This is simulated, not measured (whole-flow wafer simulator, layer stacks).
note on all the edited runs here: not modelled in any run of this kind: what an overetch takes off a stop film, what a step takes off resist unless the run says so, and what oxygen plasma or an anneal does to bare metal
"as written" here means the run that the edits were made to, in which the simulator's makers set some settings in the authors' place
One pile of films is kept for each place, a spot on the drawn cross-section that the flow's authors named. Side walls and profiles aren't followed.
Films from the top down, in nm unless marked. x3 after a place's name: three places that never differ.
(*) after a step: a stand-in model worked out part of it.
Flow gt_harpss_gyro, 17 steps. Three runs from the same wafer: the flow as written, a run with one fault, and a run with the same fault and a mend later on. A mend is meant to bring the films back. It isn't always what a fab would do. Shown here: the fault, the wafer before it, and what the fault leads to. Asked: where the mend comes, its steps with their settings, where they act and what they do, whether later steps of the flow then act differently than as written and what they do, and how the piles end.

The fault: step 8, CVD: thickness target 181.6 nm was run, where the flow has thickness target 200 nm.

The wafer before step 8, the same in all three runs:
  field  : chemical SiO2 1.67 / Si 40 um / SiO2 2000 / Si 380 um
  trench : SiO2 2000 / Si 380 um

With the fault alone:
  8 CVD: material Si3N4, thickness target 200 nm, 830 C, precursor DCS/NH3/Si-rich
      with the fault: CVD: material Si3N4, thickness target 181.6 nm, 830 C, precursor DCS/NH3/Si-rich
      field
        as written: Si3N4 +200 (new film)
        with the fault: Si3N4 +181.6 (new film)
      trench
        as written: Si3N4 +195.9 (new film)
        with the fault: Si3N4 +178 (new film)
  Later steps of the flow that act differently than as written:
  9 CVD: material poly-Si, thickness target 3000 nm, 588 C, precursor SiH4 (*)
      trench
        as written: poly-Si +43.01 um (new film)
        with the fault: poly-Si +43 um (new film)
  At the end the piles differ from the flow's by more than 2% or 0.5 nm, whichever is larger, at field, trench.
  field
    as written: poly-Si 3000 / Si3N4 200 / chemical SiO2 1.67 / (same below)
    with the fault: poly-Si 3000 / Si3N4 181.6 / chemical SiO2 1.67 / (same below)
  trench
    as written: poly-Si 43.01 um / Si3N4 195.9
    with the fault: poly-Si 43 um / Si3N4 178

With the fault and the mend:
  The mend comes after step 8.
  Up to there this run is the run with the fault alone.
  8a ETCH: chemistry h3po4, depth target 208.9 nm
      field
        Si3N4 -181.6 (all of it)
      trench
        Si3N4 -178 (all of it)
  8b CLEAN: chemistry SPM (the flow's step 1 once more)
      changes no film at any place that is followed
  8c CVD: material Si3N4, thickness target 200 nm, 830 C, precursor DCS/NH3/Si-rich (the flow's step 8 once more)
      field
        Si3N4 +200 (new film)
      trench
        Si3N4 +195.9 (new film)
  No later step of the flow acts differently than as written at any place that is followed.
  At the end the piles are the same as the flow's at every place that both follow.
